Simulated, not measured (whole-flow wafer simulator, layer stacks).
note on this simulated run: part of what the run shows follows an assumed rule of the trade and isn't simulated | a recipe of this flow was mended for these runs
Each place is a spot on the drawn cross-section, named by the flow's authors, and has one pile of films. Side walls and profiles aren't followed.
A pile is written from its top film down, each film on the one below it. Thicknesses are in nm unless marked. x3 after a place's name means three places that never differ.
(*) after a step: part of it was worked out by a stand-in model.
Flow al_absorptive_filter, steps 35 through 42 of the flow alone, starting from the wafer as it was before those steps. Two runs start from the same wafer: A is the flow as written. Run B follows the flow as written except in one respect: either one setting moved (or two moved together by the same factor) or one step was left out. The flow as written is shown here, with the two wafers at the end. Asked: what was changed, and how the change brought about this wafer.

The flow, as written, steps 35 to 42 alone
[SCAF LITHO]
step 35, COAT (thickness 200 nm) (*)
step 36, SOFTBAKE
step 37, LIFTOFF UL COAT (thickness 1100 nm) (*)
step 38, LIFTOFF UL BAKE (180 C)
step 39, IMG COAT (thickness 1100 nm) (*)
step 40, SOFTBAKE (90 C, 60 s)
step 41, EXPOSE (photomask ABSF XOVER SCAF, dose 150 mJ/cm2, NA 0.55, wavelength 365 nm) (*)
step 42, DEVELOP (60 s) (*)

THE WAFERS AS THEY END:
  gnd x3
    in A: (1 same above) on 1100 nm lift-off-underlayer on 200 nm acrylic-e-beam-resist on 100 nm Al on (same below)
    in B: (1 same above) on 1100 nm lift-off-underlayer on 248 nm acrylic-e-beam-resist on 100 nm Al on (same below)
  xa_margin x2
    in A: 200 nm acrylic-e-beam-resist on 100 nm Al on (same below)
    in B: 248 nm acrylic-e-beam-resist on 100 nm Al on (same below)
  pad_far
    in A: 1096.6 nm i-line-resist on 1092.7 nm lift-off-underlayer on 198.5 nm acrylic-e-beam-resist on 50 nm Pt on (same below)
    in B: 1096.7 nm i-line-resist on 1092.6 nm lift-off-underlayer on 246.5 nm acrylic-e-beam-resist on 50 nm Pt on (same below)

What caused this: step 35, COAT: thickness 248 nm was run, while the flow as written has thickness 200 nm.
The wafer lets one read it off: gnd x3 has acrylic-e-beam-resist 248, and step 35 as written asks for 200 nm.

How this came from the change, step by step:
  step 35, COAT (thickness 200 nm) (*)
      gnd x3, xa_margin x2, idc_field: A +200 acrylic-e-beam-resist (new film) | B +248 acrylic-e-beam-resist (new film)
      pad_far: A +198.5 acrylic-e-beam-resist (new film) | B +246.5 acrylic-e-beam-resist (new film)
      (also at 7 further places)
